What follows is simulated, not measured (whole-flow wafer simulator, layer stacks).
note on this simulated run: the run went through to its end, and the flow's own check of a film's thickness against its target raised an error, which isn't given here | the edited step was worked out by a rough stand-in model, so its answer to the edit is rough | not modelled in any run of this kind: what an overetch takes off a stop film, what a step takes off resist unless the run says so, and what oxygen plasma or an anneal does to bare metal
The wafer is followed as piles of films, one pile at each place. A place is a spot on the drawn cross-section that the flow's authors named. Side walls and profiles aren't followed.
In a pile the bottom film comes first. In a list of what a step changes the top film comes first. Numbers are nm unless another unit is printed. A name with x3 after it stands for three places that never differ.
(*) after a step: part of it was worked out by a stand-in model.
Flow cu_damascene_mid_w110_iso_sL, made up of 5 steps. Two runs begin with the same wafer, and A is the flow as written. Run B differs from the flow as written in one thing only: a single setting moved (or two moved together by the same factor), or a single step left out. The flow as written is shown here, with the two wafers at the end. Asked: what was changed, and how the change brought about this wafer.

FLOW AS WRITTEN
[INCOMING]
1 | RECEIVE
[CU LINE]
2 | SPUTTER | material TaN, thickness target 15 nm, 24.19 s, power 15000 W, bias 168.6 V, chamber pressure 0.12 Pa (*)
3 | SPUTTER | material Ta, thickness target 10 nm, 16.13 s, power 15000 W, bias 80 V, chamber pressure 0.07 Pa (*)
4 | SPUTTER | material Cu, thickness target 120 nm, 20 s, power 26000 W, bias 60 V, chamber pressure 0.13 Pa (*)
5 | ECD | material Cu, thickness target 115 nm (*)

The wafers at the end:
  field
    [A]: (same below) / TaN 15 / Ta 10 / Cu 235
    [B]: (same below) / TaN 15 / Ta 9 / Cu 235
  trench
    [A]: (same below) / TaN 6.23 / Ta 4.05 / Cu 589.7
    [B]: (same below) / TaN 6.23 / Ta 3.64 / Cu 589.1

The reason: step 3, SPUTTER: thickness target 9 nm was run, though the flow has thickness target 10 nm.
The wafer lets one read it off: field has Ta 9, and step 3 as written asks for 10 nm.

Step by step, how the change led to this:
  3 | SPUTTER | material Ta, thickness target 10 nm, 16.13 s, power 15000 W, bias 80 V, chamber pressure 0.07 Pa (*)
      field: A Ta gains 10 (new film) | B Ta gains 9 (new film)
